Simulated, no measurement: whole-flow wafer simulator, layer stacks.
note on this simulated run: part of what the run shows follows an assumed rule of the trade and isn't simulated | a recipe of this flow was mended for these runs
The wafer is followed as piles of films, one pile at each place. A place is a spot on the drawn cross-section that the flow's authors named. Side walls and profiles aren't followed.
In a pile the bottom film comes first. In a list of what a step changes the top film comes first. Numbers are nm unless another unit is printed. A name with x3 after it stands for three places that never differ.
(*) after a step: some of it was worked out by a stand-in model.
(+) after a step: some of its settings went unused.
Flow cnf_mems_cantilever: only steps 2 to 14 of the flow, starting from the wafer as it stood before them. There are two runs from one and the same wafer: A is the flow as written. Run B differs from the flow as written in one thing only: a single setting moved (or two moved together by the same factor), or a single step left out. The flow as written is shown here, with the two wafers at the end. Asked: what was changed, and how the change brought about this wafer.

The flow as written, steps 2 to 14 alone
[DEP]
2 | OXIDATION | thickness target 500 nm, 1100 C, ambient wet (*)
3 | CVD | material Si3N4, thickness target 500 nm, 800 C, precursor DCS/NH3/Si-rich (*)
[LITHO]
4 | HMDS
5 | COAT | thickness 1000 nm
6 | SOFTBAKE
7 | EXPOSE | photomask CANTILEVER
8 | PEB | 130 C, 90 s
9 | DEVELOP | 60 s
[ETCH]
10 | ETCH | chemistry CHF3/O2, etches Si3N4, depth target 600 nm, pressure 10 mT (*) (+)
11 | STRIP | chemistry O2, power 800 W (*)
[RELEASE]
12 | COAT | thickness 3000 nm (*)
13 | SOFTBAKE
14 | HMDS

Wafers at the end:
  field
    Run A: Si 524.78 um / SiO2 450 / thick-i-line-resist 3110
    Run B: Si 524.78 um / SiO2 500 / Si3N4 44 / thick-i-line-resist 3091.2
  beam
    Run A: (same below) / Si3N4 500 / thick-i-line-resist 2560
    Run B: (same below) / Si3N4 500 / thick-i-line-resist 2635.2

What caused this: step 10, ETCH: depth target 456 nm was run, though the flow has depth target 600 nm.

Step by step, how the change led to this:
  10 | ETCH | chemistry CHF3/O2, etches Si3N4, depth target 600 nm, pressure 10 mT (*) (+)
      field: A -500 Si3N4 (all of it), -50 SiO2 | B -456 Si3N4
      beam: A -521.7 KrF-resist | B -396.5 KrF-resist
  11 | STRIP | chemistry O2, power 800 W (*)
      beam: A -460.9 KrF-resist (all of it) | B -586.1 KrF-resist (all of it)
  12 | COAT | thickness 3000 nm (*)
      beam: A +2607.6 thick-i-line-resist (new film) | B +2673.4 thick-i-line-resist (new film)
  13 | SOFTBAKE
      field: A +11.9 thick-i-line-resist | B +9.54 thick-i-line-resist
      beam: A -47.6 thick-i-line-resist | B -38.2 thick-i-line-resist
